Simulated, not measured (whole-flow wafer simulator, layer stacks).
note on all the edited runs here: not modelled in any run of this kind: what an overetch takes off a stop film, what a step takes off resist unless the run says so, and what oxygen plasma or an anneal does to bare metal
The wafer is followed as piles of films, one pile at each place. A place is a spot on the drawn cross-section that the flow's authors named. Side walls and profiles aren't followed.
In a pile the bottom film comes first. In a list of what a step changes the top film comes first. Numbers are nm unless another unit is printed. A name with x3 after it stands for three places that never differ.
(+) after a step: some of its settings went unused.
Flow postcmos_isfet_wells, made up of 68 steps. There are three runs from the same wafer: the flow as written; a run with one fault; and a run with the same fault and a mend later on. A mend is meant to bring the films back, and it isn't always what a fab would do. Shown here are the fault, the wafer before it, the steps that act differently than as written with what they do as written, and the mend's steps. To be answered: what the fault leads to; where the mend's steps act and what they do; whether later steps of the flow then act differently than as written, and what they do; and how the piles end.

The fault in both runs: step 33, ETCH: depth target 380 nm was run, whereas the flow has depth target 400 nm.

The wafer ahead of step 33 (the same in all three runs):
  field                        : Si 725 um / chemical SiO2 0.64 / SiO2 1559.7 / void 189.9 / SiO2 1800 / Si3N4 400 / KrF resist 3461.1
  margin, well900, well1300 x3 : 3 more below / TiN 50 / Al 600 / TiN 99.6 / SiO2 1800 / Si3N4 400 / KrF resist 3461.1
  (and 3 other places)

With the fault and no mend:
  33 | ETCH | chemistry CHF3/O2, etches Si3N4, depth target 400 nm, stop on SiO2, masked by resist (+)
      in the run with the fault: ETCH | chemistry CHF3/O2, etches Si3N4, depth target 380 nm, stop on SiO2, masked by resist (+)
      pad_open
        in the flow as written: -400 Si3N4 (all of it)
        in the run with the fault: -380 Si3N4
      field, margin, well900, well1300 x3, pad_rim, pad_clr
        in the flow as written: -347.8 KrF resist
        in the run with the fault: -330.4 KrF resist
  Steps further on in the flow that do not act as written (10 more steps, not shown, differ only slightly: by at most 2% or 0.5 nm, whichever is larger):
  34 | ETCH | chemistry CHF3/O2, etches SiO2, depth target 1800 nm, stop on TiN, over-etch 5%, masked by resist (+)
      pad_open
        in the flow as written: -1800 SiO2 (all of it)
        in the run with the fault: -20 Si3N4 (all of it), -1779 SiO2
  At pad_open, the piles at the end differ from the flow's by more than 2% or 0.5 nm, whichever is larger.
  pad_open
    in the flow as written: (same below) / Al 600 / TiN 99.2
    in the run with the fault: (same below) / Al 600 / TiN 99.6 / SiO2 21

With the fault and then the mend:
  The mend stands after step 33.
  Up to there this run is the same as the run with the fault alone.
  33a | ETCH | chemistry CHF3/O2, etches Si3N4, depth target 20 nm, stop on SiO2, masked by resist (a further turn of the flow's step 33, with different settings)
      field, margin, well900, well1300 x3, pad_rim, pad_clr
        -17.4 KrF resist
      pad_open
        -20 Si3N4 (all of it)
  Later steps of the flow that are run all act as written at every place that is followed.
  By the end, the piles equal the flow's at every place that both follow.
